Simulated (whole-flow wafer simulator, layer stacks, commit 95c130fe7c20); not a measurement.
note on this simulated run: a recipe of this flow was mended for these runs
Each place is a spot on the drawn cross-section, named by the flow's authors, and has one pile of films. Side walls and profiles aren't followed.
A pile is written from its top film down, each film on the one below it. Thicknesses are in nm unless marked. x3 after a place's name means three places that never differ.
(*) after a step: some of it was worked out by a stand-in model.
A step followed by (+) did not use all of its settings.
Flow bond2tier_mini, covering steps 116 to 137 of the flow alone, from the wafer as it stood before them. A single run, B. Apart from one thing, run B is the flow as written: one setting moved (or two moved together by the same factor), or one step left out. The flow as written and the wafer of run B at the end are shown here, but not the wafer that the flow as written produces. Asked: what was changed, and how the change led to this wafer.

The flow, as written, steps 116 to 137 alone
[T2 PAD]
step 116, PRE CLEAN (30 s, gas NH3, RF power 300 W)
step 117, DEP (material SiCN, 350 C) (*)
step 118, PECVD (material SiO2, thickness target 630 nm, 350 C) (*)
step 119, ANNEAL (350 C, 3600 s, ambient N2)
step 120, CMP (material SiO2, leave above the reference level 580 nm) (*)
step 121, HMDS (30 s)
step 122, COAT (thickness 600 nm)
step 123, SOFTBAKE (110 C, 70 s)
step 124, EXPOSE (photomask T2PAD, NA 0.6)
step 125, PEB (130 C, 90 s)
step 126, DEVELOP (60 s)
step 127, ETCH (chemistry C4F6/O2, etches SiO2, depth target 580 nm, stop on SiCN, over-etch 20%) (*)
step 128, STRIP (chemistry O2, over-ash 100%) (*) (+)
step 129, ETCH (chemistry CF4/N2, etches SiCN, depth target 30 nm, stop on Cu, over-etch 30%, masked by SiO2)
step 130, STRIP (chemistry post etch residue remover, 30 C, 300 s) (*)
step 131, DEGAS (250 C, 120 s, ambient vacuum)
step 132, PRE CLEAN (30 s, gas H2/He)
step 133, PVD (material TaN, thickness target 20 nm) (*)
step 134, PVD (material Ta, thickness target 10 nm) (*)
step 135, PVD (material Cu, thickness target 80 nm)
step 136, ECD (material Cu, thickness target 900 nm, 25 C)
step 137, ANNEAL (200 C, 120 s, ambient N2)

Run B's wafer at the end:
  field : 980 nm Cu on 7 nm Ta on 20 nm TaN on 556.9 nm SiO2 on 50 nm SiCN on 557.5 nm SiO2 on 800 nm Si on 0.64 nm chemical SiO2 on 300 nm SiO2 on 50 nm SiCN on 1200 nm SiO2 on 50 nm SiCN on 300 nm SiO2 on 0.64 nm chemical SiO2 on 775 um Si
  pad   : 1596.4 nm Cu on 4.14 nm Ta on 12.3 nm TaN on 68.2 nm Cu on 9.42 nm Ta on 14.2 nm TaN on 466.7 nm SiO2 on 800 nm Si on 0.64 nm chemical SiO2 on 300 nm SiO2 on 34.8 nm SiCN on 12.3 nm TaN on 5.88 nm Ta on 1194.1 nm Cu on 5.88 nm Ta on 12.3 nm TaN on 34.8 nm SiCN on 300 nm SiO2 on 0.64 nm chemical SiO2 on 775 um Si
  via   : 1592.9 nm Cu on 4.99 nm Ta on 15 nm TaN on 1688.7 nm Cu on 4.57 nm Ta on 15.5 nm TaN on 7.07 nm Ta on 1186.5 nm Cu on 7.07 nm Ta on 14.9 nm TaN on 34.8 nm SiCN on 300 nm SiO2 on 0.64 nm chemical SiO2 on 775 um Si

The reason: step 134, PVD: thickness target 7 nm was run, while the flow as written has thickness target 10 nm.
The wafer lets one read it off: field has Ta 7, and step 134 as written asks for 10 nm.

How this came from the change, step by step:
  step 134, PVD (material Ta, thickness target 10 nm) (*)
      field: Ta gains 7 (new film) (as written it would have been: Ta gains 10 (new film))
      pad: Ta gains 4.14 (new film) (as written it would have been: Ta gains 5.92 (new film))
      (and at 1 other place as well)
